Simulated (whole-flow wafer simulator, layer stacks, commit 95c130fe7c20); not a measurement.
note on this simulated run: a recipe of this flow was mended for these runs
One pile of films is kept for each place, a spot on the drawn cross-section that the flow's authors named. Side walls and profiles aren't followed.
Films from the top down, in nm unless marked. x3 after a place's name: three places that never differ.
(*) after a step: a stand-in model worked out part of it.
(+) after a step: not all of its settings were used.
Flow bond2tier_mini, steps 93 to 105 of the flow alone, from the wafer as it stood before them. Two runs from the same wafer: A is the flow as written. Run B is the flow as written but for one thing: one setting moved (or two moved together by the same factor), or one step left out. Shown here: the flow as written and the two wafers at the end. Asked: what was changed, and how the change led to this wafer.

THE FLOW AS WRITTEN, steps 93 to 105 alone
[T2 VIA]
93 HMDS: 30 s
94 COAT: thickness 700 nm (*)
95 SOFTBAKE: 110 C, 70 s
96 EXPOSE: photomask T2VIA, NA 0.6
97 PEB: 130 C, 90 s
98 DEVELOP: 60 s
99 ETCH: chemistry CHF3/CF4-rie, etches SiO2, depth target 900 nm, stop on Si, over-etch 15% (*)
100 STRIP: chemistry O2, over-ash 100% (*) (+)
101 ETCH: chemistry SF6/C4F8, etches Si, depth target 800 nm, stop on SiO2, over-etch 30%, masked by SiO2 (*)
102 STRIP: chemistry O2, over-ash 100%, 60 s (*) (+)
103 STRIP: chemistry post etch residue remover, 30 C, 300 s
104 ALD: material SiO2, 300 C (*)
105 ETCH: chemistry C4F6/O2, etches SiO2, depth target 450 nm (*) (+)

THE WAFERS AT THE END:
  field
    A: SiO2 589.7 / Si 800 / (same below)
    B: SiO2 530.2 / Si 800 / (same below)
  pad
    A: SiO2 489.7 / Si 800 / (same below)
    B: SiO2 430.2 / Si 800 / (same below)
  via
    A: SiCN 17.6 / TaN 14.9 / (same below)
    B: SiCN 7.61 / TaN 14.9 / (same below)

The cause: step 105, ETCH: depth target 509.5 nm was run, where the flow has depth target 450 nm.

How the change led to this, step by step:
  105 ETCH: chemistry C4F6/O2, etches SiO2, depth target 450 nm (*) (+)
      field, pad: A SiO2 -450 | B SiO2 -509.5
      via: A SiO2 -348.1 (all of it), SiCN -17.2 | B SiO2 -348.1 (all of it), SiCN -27.2
